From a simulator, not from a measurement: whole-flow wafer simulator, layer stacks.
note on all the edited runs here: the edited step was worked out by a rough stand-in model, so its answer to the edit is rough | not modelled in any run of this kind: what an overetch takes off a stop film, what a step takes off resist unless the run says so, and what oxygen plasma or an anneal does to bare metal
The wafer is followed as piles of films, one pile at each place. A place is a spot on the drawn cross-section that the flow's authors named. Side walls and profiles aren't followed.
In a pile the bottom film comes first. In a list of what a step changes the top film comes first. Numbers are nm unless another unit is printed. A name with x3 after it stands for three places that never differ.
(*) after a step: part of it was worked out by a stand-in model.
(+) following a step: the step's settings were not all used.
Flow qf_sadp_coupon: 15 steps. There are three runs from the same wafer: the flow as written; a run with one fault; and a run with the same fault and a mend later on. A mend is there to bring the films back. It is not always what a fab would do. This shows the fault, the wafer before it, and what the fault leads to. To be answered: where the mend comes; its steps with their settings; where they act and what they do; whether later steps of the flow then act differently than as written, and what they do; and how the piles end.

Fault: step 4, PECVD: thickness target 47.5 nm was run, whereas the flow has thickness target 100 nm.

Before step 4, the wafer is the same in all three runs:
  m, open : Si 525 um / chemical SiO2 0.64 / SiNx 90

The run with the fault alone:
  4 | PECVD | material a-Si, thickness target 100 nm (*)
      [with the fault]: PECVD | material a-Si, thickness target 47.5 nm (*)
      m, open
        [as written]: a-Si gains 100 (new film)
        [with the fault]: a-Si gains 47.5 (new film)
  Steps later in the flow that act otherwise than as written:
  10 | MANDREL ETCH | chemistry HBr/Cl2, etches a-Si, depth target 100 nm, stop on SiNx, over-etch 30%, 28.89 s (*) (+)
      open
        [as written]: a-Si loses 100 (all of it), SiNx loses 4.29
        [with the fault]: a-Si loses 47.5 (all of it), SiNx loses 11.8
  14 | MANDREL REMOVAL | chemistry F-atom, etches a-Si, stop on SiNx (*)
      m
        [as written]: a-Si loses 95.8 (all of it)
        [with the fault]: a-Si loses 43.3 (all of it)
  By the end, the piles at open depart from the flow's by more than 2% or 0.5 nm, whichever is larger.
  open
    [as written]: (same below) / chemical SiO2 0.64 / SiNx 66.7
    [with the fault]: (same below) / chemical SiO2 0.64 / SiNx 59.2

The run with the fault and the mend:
  The mend stands after step 4.
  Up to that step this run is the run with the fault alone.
  4a | PECVD | material a-Si, thickness target 52.5 nm (*) (the flow's step 4, run once more with other settings)
      m, open
        a-Si gains 52.5
  None of the later steps of the flow acts differently than as written at any place that is followed.
  The piles end the same as the flow's at every place that both follow.
